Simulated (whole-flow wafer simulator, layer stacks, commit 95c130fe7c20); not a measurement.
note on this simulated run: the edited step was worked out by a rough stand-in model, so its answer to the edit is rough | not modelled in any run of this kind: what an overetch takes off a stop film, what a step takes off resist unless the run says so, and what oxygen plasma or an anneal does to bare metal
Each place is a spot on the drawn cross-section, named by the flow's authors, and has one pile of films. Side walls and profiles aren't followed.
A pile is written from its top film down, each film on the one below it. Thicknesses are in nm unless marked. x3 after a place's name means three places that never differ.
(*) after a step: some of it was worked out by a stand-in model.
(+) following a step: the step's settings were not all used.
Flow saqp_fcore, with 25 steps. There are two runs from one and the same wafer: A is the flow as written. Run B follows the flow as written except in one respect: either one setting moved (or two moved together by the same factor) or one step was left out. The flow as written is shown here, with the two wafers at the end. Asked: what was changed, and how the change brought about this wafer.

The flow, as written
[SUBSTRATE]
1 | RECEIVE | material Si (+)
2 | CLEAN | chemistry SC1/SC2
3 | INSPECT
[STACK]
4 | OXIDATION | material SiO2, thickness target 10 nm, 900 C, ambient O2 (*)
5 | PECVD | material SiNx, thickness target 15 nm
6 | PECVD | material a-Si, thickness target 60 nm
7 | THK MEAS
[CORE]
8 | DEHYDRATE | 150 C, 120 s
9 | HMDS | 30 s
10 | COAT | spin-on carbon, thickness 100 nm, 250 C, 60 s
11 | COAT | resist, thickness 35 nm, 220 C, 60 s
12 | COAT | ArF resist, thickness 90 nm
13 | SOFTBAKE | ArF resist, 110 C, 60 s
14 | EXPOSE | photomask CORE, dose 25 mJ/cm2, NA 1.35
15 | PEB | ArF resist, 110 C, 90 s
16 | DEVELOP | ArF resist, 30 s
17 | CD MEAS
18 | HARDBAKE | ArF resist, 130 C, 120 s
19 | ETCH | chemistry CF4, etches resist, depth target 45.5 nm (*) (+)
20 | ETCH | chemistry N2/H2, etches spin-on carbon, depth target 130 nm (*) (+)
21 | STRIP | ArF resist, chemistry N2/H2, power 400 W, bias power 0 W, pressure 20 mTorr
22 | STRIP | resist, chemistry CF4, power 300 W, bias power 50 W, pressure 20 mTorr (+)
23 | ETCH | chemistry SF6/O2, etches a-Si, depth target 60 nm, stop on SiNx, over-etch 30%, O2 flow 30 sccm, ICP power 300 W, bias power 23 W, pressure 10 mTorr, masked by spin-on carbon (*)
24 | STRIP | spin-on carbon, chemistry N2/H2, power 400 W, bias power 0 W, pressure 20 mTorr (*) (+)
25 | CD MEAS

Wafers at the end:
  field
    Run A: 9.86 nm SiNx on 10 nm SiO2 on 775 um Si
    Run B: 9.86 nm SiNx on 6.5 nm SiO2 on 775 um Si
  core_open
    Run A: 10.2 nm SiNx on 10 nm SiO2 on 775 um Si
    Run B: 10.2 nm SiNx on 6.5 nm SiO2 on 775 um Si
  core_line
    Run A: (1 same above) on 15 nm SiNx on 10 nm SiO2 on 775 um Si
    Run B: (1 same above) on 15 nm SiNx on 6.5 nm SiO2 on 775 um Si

What caused this: step 4, OXIDATION: thickness target 6.5 nm was run, while the flow as written has thickness target 10 nm.
The wafer lets one read it off: field has SiO2 6.5, and step 4 as written asks for 10 nm.

The path from the change to this, step by step:
  4 | OXIDATION | material SiO2, thickness target 10 nm, 900 C, ambient O2 (*)
      field, core_open, core_line: A +10 SiO2 (new film), -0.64 chemical SiO2 (all of it), -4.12 Si | B +6.5 SiO2 (new film), -0.64 chemical SiO2 (all of it), -2.58 Si
